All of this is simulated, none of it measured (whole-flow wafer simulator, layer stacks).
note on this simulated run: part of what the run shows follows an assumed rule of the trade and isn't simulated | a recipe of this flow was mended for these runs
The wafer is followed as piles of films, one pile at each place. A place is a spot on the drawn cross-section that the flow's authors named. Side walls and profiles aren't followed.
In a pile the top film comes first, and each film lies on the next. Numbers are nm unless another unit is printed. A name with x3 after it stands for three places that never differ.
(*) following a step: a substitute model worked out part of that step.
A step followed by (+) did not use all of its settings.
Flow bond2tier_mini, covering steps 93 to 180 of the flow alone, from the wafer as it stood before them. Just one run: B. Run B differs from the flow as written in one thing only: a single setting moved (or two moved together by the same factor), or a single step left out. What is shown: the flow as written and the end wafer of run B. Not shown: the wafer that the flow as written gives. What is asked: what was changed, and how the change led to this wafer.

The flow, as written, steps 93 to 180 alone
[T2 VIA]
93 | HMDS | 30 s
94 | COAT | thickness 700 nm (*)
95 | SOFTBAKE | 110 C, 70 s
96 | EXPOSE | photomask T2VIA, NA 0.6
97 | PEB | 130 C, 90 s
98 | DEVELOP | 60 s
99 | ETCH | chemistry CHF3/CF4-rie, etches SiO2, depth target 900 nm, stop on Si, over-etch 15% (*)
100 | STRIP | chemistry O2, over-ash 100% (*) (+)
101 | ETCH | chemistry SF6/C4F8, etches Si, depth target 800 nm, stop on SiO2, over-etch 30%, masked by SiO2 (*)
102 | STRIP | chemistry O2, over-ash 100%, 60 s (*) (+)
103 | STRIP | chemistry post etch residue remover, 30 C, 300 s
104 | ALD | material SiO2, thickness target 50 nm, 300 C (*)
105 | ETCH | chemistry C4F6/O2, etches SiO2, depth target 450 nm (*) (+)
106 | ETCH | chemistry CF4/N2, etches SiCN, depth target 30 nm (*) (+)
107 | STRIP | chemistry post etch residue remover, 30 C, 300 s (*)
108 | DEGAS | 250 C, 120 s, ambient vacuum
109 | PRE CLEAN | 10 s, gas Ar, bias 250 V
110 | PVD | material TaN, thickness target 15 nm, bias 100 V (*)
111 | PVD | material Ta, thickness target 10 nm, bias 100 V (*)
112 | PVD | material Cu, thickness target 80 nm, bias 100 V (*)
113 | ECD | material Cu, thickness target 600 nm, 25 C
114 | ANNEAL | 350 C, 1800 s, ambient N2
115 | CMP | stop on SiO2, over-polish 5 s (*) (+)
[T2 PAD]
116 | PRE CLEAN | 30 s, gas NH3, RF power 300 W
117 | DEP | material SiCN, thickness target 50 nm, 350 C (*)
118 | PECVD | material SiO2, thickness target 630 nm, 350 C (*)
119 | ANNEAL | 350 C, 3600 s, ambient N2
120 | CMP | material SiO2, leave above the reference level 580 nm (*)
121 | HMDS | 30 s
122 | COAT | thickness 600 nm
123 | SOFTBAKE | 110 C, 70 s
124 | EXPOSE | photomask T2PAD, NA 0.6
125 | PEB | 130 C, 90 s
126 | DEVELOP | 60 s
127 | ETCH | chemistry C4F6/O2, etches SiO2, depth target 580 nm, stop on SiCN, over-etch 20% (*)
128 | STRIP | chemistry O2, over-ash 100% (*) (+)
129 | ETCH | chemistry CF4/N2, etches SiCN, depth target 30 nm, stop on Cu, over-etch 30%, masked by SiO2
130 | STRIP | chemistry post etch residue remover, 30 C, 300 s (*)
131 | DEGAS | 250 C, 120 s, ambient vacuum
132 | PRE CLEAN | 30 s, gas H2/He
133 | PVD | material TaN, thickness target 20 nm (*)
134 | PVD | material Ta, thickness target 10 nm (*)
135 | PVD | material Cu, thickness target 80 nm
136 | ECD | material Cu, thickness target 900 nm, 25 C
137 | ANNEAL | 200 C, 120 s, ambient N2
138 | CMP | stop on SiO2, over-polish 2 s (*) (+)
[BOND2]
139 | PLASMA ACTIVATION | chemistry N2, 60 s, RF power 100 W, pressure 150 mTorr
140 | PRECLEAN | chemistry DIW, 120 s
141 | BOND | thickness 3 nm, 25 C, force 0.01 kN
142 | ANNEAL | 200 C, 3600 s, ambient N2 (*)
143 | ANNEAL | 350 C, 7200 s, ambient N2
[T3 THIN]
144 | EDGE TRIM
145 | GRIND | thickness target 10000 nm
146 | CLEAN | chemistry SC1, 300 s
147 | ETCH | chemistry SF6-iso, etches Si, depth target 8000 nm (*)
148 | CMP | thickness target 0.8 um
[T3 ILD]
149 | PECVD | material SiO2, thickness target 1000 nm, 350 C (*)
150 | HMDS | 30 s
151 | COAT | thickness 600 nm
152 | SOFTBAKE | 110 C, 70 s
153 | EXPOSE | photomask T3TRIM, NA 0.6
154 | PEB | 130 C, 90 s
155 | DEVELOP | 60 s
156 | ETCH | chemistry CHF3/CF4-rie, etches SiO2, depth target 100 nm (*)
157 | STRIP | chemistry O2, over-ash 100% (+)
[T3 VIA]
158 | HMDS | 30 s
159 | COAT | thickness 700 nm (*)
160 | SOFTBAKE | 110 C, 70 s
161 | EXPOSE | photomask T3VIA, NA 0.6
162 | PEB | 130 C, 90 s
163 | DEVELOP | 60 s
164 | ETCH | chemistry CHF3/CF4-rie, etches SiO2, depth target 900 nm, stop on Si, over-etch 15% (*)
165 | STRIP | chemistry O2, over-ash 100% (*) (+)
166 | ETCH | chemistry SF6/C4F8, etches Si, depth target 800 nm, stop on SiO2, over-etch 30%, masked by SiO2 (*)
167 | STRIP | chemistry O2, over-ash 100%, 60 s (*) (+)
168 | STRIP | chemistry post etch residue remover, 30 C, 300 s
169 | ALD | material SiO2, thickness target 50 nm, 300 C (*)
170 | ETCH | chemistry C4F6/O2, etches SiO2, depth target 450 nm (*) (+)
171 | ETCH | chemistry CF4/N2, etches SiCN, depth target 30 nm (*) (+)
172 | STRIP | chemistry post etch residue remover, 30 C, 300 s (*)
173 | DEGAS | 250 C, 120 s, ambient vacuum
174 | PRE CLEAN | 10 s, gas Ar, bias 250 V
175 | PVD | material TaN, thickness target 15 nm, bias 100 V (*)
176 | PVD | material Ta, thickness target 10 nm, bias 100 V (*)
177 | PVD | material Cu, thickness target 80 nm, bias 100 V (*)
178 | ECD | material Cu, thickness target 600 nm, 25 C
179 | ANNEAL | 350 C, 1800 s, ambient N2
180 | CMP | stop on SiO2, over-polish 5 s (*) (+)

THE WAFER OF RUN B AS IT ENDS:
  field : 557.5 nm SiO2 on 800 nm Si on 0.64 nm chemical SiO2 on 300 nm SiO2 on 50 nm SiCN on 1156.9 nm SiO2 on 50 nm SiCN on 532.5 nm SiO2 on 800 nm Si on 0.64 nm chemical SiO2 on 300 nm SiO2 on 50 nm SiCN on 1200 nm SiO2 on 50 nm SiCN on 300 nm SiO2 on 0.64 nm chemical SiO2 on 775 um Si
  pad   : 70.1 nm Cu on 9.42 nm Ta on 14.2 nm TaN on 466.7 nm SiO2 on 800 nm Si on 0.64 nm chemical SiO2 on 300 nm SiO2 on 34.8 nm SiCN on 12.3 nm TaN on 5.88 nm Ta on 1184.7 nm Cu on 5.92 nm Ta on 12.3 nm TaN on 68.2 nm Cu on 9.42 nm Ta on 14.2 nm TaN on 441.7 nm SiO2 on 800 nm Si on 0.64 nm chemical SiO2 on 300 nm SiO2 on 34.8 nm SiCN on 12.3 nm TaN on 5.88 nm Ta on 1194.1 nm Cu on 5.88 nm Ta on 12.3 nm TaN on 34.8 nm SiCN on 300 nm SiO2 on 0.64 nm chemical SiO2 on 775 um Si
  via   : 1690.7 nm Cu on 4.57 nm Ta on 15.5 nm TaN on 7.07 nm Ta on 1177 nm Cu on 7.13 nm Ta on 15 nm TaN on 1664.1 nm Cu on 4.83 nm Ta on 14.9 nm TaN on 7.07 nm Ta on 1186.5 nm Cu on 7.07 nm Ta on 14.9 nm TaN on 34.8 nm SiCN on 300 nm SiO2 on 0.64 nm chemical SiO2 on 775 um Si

Cause: step 104, ALD: thickness target 25 nm was run, while the flow as written has thickness target 50 nm.

How this came from the change, step by step:
  104 | ALD | material SiO2, thickness target 50 nm, 300 C (*)
      field, pad, via: +25 SiO2 (it would be, as written: +50 SiO2)
  105 | ETCH | chemistry C4F6/O2, etches SiO2, depth target 450 nm (*) (+)
      via: -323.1 SiO2 (all of it), -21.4 SiCN (it would be, as written: -348.1 SiO2 (all of it), -17.2 SiCN)
  106 | ETCH | chemistry CF4/N2, etches SiCN, depth target 30 nm (*) (+)
      via: -13.4 SiCN (all of it), -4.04 TaN (it would be, as written: -17.6 SiCN (all of it), -3.01 TaN)
  112 | PVD | material Cu, thickness target 80 nm, bias 100 V (*)
      via: +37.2 Cu (new film) (it would be, as written: +35 Cu (new film))
